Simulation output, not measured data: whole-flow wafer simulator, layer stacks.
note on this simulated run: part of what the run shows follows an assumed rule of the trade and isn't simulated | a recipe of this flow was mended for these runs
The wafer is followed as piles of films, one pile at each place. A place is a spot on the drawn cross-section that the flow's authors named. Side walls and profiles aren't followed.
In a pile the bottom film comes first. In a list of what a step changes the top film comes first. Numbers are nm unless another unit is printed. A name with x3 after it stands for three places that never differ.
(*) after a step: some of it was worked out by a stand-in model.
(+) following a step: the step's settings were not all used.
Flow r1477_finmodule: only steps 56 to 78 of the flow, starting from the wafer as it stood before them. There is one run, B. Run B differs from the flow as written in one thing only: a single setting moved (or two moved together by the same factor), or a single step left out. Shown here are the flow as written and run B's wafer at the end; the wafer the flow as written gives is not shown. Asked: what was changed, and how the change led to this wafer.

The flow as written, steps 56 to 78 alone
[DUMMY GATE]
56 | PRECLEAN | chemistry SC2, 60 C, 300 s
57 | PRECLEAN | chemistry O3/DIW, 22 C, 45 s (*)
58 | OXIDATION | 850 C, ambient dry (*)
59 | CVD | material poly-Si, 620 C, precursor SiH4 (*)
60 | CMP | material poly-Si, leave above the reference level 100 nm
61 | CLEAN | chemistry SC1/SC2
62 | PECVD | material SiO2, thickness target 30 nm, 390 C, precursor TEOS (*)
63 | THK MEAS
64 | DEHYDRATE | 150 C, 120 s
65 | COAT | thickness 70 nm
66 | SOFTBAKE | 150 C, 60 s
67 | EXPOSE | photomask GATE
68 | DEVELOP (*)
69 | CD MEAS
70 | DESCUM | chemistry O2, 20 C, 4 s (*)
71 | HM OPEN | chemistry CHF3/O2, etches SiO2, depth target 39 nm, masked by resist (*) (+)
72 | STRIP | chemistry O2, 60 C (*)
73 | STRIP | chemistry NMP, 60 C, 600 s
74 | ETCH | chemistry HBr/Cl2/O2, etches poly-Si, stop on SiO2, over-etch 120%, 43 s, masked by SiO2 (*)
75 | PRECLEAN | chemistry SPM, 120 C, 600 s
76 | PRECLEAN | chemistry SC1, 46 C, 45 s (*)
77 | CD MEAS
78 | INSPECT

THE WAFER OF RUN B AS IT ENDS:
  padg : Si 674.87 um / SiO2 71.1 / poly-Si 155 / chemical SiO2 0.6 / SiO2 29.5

The reason: step 62, PECVD: thickness target 37 nm was run, though the flow has thickness target 30 nm.

Step by step, how the change led to this:
  62 | PECVD | material SiO2, thickness target 30 nm, 390 C, precursor TEOS (*)
      pad, padg, elg x7 and 27 more: +37 SiO2 (new film) (as written it would have been: +30 SiO2 (new film))
  71 | HM OPEN | chemistry CHF3/O2, etches SiO2, depth target 39 nm, masked by resist (*) (+)
      pad, elo x7, eso x6, e200so, s40co x3: -37 SiO2 (all of it), -0.6 chemical SiO2 (all of it), -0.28 poly-Si (as written it would have been: -30 SiO2 (all of it), -0.6 chemical SiO2 (all of it), -1.68 poly-Si)
